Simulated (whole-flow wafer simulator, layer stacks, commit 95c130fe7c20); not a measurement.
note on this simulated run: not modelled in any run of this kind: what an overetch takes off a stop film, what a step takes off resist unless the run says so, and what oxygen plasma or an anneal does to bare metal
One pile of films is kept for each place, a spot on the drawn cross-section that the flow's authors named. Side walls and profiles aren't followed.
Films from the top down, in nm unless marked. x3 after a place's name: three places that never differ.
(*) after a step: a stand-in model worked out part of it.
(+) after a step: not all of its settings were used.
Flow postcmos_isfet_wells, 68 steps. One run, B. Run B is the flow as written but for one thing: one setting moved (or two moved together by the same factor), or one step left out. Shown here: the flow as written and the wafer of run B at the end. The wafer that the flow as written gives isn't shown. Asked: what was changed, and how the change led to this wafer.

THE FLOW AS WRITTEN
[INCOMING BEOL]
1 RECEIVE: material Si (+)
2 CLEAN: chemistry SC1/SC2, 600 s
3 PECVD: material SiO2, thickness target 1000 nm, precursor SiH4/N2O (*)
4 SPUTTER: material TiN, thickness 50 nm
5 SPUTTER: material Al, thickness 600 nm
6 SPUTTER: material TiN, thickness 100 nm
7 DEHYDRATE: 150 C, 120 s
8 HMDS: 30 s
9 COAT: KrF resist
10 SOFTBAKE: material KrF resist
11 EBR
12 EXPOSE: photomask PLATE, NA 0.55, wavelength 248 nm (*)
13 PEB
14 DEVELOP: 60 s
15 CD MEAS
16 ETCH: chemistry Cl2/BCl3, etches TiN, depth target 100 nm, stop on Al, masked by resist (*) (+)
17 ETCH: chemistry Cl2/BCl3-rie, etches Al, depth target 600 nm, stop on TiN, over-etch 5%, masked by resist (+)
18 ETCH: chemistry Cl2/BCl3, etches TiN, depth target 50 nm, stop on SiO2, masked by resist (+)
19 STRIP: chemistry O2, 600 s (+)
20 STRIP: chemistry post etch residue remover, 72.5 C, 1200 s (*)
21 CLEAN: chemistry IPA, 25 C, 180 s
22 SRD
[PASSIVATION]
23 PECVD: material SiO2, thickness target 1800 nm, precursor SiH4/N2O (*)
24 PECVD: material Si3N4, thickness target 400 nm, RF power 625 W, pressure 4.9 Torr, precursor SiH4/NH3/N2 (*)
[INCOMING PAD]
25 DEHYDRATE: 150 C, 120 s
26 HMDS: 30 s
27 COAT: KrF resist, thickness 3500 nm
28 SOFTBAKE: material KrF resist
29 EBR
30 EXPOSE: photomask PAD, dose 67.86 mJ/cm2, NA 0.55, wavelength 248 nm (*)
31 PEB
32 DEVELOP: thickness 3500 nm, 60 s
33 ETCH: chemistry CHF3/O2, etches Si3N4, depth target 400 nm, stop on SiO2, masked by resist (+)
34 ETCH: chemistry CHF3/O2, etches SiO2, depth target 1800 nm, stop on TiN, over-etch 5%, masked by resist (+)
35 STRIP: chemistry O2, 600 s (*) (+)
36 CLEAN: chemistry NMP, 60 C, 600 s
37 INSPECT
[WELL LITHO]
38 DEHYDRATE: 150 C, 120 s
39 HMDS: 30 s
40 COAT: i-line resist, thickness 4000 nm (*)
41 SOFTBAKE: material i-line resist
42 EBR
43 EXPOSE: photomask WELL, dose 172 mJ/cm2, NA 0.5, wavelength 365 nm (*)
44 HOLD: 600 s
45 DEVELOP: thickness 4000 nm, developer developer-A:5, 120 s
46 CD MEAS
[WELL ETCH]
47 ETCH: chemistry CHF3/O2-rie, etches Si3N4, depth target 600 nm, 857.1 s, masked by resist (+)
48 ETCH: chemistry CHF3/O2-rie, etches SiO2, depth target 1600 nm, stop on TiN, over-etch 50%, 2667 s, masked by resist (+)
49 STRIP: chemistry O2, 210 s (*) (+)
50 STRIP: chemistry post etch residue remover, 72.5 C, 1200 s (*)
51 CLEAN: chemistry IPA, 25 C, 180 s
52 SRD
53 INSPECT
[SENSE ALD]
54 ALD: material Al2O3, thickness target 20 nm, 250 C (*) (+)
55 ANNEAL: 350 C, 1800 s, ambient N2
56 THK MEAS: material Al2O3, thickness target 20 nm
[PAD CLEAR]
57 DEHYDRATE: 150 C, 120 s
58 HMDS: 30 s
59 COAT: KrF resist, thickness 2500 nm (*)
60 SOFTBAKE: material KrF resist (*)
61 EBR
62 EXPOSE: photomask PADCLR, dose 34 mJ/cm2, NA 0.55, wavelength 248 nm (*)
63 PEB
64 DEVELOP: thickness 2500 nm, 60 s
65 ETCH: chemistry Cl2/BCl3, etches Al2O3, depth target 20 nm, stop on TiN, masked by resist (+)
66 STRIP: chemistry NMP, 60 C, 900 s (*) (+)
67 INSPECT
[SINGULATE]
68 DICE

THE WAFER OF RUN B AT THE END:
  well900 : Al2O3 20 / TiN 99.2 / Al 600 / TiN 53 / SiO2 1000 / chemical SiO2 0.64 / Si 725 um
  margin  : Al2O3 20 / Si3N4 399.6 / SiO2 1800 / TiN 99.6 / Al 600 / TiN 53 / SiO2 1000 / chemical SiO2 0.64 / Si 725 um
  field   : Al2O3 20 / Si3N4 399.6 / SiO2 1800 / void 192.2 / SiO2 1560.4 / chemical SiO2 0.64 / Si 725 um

The cause: step 4, SPUTTER: thickness 53 nm was run, where the flow has thickness 50 nm; step 18, ETCH: depth target 53 nm was run, where the flow has depth target 50 nm.
It can be read off the wafer: well900 has TiN 53, and step 4 as written asks for 50 nm.

How the change led to this, step by step:
  4 SPUTTER: material TiN, thickness 50 nm
      field, margin, well900 and 6 more: TiN +53 (new film) (as written it would be: TiN +50 (new film))
  18 ETCH: chemistry Cl2/BCl3, etches TiN, depth target 50 nm, stop on SiO2, masked by resist (+)
      margin, well900, well1300, well2000, well3000, pad_rim, pad_clr, pad_open: KrF resist -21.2 (as written it would be: KrF resist -20)
      field: TiN -53 (all of it) (as written it would be: TiN -50 (all of it))
